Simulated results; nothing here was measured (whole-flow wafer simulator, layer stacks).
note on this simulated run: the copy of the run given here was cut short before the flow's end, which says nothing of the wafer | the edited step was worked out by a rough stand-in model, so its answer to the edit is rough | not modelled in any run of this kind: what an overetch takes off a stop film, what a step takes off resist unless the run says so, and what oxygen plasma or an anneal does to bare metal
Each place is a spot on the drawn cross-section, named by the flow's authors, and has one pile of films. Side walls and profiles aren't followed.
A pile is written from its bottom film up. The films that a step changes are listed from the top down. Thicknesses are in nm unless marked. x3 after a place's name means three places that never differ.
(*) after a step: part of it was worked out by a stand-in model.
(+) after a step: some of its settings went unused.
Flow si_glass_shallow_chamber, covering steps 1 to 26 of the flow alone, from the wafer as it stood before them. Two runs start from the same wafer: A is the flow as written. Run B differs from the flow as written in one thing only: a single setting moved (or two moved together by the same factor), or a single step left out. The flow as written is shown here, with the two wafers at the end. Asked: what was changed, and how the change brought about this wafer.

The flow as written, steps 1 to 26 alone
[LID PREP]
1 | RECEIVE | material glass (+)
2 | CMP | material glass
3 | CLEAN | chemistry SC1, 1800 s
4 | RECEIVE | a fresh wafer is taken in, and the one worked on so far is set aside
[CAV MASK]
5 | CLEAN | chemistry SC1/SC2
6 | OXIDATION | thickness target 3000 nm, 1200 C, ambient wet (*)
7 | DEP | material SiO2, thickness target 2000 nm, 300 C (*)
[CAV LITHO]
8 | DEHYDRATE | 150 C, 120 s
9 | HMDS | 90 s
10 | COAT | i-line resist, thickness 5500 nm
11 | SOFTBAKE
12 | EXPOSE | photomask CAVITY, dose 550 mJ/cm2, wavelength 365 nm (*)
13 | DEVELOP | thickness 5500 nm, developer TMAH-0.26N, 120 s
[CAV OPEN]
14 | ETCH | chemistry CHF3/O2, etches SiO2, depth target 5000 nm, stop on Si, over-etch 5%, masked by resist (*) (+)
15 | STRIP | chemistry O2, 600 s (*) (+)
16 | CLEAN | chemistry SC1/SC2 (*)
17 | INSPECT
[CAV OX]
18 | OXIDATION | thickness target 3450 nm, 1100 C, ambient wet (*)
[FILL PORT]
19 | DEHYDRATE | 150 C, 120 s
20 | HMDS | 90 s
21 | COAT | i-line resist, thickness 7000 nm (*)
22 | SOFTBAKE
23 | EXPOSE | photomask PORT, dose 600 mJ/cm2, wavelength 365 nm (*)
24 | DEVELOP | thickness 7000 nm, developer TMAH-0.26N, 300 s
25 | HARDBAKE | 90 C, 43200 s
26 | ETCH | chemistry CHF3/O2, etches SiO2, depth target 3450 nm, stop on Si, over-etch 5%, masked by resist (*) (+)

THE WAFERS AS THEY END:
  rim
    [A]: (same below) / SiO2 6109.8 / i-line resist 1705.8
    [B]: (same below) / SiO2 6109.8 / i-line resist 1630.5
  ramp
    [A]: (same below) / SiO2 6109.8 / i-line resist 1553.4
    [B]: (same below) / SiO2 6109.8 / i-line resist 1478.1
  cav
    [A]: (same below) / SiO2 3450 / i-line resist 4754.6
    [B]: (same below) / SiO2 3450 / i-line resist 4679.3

What caused this: step 26, ETCH: over-etch 7.62% was run, whereas the flow has over-etch 5%.

Step by step, how the change led to this:
  26 | ETCH | chemistry CHF3/O2, etches SiO2, depth target 3450 nm, stop on Si, over-etch 5%, masked by resist (*) (+)
      rim, ramp, cav, ring: A -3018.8 i-line resist | B -3094.1 i-line resist
      port: A -3450 SiO2 (all of it), -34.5 Si | B -3450 SiO2 (all of it), -52.6 Si
      (as well as at 1 more place)
